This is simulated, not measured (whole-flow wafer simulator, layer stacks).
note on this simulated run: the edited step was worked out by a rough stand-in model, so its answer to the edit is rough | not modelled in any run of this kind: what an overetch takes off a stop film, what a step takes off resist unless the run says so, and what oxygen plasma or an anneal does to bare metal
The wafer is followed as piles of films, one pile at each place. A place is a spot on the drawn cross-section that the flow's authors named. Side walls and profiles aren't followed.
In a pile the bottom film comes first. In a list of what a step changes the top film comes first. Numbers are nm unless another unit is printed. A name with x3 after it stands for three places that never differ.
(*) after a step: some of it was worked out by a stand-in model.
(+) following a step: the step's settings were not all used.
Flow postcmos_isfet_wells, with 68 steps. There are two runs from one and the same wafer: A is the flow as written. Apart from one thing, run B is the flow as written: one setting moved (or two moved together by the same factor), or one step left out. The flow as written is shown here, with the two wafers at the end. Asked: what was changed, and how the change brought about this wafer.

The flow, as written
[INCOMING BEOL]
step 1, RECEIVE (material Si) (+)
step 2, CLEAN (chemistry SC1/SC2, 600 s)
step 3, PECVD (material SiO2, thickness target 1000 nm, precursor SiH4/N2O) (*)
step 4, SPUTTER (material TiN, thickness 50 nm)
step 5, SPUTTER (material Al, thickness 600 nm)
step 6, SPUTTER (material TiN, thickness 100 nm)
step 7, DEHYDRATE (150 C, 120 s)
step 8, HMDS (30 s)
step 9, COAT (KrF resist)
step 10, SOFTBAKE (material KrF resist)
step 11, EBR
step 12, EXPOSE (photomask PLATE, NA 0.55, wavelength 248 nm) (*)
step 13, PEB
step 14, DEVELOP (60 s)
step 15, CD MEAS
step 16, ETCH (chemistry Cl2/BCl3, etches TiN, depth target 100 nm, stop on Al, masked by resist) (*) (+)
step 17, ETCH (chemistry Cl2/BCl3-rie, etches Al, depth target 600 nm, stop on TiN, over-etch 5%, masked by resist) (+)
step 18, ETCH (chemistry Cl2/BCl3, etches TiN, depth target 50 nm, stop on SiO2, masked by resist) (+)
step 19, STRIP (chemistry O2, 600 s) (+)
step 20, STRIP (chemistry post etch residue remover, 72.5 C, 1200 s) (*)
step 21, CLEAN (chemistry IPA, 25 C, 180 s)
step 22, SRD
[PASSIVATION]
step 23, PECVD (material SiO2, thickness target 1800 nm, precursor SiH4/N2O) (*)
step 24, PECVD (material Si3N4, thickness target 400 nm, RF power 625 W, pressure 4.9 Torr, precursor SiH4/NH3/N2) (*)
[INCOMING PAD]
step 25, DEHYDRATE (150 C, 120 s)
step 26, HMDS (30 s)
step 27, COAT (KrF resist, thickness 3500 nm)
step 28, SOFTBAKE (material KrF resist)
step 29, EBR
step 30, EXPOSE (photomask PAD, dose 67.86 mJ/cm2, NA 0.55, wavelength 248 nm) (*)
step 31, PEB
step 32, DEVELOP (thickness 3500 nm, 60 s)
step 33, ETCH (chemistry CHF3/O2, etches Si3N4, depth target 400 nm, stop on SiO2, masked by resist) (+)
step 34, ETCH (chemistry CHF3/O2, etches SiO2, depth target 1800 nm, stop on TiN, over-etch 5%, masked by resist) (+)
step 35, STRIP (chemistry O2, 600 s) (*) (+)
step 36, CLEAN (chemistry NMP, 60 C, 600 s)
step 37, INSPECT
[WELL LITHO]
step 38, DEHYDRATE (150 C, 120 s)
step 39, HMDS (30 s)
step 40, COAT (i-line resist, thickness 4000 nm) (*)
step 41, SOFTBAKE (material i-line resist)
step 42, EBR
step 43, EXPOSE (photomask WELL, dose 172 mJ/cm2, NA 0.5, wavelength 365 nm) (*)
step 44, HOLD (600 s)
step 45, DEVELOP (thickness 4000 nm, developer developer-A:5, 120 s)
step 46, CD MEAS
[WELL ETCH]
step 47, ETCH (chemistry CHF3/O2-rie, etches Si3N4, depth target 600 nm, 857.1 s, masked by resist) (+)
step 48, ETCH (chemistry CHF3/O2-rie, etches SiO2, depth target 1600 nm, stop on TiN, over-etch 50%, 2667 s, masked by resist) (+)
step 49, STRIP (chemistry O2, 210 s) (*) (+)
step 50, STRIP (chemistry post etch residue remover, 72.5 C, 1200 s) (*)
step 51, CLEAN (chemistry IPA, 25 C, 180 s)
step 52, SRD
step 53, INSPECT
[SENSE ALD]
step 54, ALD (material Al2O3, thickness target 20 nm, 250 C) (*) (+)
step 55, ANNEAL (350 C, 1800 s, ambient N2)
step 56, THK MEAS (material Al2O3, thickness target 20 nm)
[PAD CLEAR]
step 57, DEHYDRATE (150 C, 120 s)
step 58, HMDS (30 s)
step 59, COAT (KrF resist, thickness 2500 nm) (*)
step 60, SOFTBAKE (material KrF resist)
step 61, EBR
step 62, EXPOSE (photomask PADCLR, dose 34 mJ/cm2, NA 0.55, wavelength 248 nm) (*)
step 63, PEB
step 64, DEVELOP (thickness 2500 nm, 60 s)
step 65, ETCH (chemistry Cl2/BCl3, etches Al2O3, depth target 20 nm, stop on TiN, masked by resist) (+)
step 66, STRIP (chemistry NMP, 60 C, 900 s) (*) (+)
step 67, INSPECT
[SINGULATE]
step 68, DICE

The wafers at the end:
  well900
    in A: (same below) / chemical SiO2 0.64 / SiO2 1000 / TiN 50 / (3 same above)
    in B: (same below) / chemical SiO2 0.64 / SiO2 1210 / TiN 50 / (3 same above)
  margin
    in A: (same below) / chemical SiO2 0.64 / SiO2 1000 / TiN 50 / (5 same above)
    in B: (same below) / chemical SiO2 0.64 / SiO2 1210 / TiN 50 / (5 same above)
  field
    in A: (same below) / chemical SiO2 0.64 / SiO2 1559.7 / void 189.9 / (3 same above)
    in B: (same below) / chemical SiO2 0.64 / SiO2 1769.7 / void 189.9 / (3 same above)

Cause: step 3, PECVD: thickness target 1210 nm was run, whereas the flow has thickness target 1000 nm.
The wafer itself shows it: well900 has SiO2 1210, and step 3 as written asks for 1000 nm.

Step by step, how the change led to this:
  step 3, PECVD (material SiO2, thickness target 1000 nm, precursor SiH4/N2O) (*)
      field, margin, well900, well1300 x3, pad_rim, pad_clr, pad_open: A SiO2 gains 1000 (new film) | B SiO2 gains 1210 (new film)
